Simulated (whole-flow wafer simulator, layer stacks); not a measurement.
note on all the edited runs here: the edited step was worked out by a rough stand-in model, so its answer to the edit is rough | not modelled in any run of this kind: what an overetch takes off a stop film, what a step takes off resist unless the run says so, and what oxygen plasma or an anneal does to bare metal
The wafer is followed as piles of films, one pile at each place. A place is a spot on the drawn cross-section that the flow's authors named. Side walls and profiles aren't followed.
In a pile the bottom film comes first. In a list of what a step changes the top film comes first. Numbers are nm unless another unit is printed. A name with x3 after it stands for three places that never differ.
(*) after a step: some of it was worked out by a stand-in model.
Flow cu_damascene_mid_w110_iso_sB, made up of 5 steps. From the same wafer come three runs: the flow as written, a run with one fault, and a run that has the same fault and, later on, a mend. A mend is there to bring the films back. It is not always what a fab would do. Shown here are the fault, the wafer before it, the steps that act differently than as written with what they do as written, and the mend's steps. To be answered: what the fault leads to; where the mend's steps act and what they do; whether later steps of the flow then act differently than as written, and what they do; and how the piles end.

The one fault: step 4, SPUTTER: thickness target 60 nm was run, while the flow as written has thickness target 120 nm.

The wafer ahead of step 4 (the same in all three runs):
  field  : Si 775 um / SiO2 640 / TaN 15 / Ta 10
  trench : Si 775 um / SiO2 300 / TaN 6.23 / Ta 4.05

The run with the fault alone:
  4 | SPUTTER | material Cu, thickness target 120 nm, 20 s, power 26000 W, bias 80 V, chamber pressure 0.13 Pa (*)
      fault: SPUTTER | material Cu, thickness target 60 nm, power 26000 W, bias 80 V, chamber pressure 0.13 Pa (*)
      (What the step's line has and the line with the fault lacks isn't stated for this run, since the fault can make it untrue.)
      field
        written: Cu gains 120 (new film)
        fault: Cu gains 60 (new film)
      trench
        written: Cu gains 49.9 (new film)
        fault: Cu gains 25 (new film)
  Later steps of the flow acting differently than as written:
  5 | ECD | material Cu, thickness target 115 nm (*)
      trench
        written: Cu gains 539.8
        fault: Cu gains 504.8
  By the end, the piles at field, trench depart from the flow's by more than 2% or 0.5 nm, whichever is larger.
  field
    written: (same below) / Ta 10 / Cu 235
    fault: (same below) / Ta 10 / Cu 175
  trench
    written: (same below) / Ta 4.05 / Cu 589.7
    fault: (same below) / Ta 4.05 / Cu 529.7

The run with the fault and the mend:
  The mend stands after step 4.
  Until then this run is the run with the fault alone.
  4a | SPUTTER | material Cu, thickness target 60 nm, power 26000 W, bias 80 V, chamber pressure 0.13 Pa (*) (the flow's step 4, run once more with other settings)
      field
        Cu gains 60
      trench
        Cu gains 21
  Every later step of the flow that is run acts as written, at every place that is followed, to within 2% or 0.5 nm, whichever is larger.
  The piles end the same as the flow's at every place that both follow.
